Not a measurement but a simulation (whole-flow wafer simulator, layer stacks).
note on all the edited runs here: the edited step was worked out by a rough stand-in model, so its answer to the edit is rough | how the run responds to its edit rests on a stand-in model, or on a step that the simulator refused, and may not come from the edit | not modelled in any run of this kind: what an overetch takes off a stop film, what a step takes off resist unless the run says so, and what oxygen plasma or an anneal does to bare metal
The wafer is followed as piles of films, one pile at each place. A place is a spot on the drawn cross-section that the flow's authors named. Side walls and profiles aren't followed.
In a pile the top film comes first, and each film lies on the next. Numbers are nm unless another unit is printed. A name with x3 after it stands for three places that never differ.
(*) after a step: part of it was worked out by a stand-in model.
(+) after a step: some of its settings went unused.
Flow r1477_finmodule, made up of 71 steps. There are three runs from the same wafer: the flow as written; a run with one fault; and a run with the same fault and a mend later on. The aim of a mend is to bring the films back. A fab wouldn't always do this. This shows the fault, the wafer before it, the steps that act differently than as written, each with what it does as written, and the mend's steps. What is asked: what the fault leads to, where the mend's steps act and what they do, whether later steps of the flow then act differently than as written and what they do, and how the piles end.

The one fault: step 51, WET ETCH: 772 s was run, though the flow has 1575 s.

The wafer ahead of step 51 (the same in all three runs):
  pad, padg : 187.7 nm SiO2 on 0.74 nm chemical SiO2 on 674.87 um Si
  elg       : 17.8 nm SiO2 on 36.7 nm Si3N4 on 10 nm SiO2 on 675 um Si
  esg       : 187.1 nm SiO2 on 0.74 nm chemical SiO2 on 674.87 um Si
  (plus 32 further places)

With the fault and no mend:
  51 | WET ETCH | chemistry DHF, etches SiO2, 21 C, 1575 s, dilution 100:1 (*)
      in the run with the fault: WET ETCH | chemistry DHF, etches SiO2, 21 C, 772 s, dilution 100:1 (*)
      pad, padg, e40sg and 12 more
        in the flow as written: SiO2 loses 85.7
        in the run with the fault: SiO2 loses 42
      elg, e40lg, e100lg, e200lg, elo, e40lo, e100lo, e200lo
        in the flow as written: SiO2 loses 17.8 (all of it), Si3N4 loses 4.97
        in the run with the fault: SiO2 loses 17.8 (all of it), Si3N4 loses 1.7
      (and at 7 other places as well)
  Later steps of the flow acting differently than as written (1 other step is not shown; it differs only slightly, by no more than 2% or 0.5 nm, whichever is larger):
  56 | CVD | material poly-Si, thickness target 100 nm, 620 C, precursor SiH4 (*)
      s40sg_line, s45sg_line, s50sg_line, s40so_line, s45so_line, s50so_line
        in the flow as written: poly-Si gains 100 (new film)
        in the run with the fault: poly-Si gains 121.1 (new film)
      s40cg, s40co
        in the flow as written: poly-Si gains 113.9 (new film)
        in the run with the fault: poly-Si gains 100 (new film)
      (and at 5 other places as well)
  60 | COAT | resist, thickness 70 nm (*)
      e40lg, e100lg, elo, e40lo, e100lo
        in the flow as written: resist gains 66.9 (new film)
        in the run with the fault: resist gains 68.9 (new film)
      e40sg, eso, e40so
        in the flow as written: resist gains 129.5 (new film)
        in the run with the fault: resist gains 91.1 (new film)
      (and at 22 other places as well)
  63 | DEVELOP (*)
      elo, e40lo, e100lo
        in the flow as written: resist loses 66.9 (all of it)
        in the run with the fault: resist loses 68.9 (all of it)
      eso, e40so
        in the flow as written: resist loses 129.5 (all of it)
        in the run with the fault: resist loses 91.1 (all of it)
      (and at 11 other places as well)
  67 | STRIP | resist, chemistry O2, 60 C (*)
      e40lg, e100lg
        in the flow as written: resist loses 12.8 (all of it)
        in the run with the fault: resist loses 14.8 (all of it)
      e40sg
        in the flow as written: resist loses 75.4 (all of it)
        in the run with the fault: resist loses 37 (all of it)
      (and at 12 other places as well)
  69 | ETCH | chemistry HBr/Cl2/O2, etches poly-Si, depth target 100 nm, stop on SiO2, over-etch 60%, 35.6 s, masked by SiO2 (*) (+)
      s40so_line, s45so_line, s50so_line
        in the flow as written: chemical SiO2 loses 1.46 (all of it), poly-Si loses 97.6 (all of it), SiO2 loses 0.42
        in the run with the fault: chemical SiO2 loses 1.22 (all of it), poly-Si loses 118.8 (all of it), SiO2 loses 0.21
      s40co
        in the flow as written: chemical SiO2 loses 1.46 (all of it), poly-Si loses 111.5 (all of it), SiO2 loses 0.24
        in the run with the fault: chemical SiO2 loses 1.22 (all of it), poly-Si loses 97.7 (all of it), SiO2 loses 0.42
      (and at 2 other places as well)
  By the end, the piles at pad, padg, elg and 30 more depart from the flow's by more than 2% or 0.5 nm, whichever is larger.
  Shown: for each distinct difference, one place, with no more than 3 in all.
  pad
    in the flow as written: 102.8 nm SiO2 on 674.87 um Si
    in the run with the fault: 146.4 nm SiO2 on 674.87 um Si
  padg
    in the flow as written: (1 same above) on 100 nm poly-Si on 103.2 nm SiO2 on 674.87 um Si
    in the run with the fault: (1 same above) on 100 nm poly-Si on 146.8 nm SiO2 on 674.87 um Si
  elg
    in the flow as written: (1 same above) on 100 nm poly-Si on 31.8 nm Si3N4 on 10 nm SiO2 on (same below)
    in the run with the fault: (1 same above) on 100 nm poly-Si on 35 nm Si3N4 on 10 nm SiO2 on (same below)

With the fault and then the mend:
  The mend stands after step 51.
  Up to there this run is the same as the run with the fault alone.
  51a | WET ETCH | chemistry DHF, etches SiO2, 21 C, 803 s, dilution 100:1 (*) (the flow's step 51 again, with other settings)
      pad, padg, e40sg and 12 more
        SiO2 loses 43.7
      elg, e40lg, e100lg, e200lg, elo, e40lo, e100lo, e200lo
        Si3N4 loses 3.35
      esg, s40cg, s45cg, s50cg, s40co, s45co, s50co
        SiO2 loses 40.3
  Later steps of the flow that are run all act as written at every place that is followed, up to a difference of at most 2% or 0.5 nm, whichever is larger.
  The piles end only slightly different from the flow's at the places that both follow, by no more than 2% or 0.5 nm, whichever is larger.
